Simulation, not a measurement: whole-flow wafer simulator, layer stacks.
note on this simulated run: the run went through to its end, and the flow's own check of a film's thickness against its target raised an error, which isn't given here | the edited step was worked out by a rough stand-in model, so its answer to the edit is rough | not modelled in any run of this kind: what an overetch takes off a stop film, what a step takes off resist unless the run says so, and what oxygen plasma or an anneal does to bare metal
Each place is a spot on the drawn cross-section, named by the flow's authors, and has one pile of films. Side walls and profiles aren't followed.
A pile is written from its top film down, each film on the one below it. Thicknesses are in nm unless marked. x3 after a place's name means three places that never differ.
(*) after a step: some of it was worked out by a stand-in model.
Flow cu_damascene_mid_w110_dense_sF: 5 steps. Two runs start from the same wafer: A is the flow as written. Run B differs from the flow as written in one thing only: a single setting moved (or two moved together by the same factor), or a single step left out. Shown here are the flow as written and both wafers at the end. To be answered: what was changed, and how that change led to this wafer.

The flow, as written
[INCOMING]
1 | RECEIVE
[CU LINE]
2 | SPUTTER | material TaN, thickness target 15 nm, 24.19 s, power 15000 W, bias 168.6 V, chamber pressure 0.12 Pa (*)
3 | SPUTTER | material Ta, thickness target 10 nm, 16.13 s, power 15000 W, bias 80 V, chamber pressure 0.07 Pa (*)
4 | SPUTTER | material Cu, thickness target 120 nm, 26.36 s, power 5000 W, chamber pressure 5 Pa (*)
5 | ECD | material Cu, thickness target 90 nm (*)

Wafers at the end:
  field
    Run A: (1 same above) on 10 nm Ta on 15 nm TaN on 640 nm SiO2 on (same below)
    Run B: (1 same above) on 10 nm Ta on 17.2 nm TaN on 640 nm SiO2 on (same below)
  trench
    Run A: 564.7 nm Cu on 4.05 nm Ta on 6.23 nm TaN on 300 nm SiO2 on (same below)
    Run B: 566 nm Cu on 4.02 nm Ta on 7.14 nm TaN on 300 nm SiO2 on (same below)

The reason: step 2, SPUTTER: thickness target 17.2 nm was run, whereas the flow has thickness target 15 nm; step 2, SPUTTER: 27.82 s was run, where the flow has 24.19 s.
One can read it off the wafer: field has TaN 17.2, and step 2 as written asks for 15 nm.

How this came from the change, step by step:
  2 | SPUTTER | material TaN, thickness target 15 nm, 24.19 s, power 15000 W, bias 168.6 V, chamber pressure 0.12 Pa (*)
      field: A TaN gains 15 (new film) | B TaN gains 17.2 (new film)
      trench: A TaN gains 6.23 (new film) | B TaN gains 7.14 (new film)
